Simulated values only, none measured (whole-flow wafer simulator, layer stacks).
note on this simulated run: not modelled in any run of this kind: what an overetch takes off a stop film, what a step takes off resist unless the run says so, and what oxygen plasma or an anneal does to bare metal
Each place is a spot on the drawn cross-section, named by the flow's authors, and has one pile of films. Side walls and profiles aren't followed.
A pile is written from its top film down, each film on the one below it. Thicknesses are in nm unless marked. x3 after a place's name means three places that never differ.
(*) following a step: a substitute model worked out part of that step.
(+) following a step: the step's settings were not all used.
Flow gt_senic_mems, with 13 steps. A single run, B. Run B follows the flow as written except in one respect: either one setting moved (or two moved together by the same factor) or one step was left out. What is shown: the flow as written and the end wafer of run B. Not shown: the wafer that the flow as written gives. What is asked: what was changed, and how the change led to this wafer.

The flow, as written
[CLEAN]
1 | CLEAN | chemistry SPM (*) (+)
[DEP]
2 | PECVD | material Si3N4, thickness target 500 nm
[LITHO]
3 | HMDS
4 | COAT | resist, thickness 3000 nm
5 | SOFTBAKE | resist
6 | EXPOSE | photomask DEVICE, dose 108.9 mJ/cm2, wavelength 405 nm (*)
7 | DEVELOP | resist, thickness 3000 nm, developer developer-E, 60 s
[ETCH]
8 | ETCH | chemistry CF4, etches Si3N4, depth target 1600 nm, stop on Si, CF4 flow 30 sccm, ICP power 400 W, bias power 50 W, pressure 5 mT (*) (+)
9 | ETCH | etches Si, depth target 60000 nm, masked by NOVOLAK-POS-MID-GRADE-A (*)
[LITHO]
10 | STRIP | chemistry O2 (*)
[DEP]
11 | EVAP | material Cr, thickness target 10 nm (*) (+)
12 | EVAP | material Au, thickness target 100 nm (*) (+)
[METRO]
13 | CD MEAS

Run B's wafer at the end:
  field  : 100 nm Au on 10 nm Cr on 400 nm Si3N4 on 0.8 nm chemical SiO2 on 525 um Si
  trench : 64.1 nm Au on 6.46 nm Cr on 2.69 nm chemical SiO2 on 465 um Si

What caused this: step 2, PECVD: thickness target 400 nm was run, whereas the flow has thickness target 500 nm.
The wafer itself shows it: field has Si3N4 400, and step 2 as written asks for 500 nm.

Step by step, how the change led to this:
  2 | PECVD | material Si3N4, thickness target 500 nm
      field, trench: Si3N4 gains 400 (new film) (it would be, as written: Si3N4 gains 500 (new film))
  8 | ETCH | chemistry CF4, etches Si3N4, depth target 1600 nm, stop on Si, CF4 flow 30 sccm, ICP power 400 W, bias power 50 W, pressure 5 mT (*) (+)
      field: resist loses 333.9 (it would be, as written: resist loses 400.5)
      trench: Si3N4 loses 400 (all of it), chemical SiO2 loses 0.8 (all of it) (it would be, as written: Si3N4 loses 500 (all of it), chemical SiO2 loses 0.8 (all of it))
  10 | STRIP | chemistry O2 (*)
      field: resist loses 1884 (all of it) (it would be, as written: resist loses 1817.3 (all of it))
